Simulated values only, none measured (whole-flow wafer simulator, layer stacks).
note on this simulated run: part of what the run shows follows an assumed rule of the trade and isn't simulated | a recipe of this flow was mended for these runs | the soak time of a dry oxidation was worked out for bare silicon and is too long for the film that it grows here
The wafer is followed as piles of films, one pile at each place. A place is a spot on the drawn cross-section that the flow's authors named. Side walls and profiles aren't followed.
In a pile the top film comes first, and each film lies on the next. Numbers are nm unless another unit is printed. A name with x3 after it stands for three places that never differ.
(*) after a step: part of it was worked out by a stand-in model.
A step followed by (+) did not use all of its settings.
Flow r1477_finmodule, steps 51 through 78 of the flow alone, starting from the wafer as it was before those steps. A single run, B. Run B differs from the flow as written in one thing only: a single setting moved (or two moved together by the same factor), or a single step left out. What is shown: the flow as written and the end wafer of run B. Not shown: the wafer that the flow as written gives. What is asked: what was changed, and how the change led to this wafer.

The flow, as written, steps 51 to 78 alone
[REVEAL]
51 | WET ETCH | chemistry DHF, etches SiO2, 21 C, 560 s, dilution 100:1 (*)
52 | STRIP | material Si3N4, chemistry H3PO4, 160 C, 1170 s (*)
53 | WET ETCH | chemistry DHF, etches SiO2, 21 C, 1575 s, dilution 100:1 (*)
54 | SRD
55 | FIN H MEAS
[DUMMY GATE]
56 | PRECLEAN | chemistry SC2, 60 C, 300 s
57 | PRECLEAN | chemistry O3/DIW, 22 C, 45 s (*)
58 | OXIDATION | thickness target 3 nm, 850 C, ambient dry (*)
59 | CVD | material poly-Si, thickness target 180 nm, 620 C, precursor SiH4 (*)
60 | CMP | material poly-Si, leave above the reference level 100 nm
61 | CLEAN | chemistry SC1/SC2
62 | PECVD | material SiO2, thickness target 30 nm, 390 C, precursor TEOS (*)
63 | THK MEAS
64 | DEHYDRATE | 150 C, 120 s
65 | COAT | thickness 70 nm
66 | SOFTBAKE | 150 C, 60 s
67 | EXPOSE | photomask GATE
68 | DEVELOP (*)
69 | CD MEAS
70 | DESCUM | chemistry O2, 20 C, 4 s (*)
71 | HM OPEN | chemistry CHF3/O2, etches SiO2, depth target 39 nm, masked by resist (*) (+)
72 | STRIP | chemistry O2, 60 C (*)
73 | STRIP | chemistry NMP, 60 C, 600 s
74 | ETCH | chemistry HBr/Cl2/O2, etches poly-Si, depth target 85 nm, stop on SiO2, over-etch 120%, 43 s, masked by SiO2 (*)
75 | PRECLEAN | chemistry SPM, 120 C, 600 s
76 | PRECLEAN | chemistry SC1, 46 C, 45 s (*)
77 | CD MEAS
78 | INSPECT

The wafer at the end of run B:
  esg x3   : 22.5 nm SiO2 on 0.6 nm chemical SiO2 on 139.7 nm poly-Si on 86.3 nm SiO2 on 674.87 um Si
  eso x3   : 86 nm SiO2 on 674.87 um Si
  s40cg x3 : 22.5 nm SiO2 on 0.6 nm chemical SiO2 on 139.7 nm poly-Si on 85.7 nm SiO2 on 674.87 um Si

What caused this: step 53, WET ETCH: 1449 s was run, whereas the flow has 1575 s.

The path from the change to this, step by step:
  53 | WET ETCH | chemistry DHF, etches SiO2, 21 C, 1575 s, dilution 100:1 (*)
      esg x3, e200sg, s40cg x3, s40sg x3, eso x3, e200so, s40co x3, s40so x3: -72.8 SiO2 (as written it would have been: -79.1 SiO2)
      pad, padg: -78.8 SiO2 (as written it would have been: -85.7 SiO2)
  59 | CVD | material poly-Si, thickness target 180 nm, 620 C, precursor SiH4 (*)
      esg x3, s40cg x3, s40sg x3, eso x3, s40co x3, s40so x3: +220 poly-Si (new film) (as written it would have been: +226.3 poly-Si (new film))
      e200sg, e200so: +212.9 poly-Si (new film) (as written it would have been: +219.2 poly-Si (new film))
  60 | CMP | material poly-Si, leave above the reference level 100 nm
      pad, padg: -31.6 poly-Si (as written it would have been: -24.8 poly-Si)
  74 | ETCH | chemistry HBr/Cl2/O2, etches poly-Si, depth target 85 nm, stop on SiO2, over-etch 120%, 43 s, masked by SiO2 (*)
      eso x3, e200so, s40co x3, s40so x3: -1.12 chemical SiO2 (all of it), -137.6 poly-Si (all of it), -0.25 SiO2 (as written it would have been: -1.12 chemical SiO2 (all of it), -143.9 poly-Si (all of it), -0.22 SiO2)
      pad: -1.12 chemical SiO2 (all of it), -146 poly-Si (all of it), -0.21 SiO2 (as written it would have been: -1.12 chemical SiO2 (all of it), -152.8 poly-Si (all of it), -0.17 SiO2)
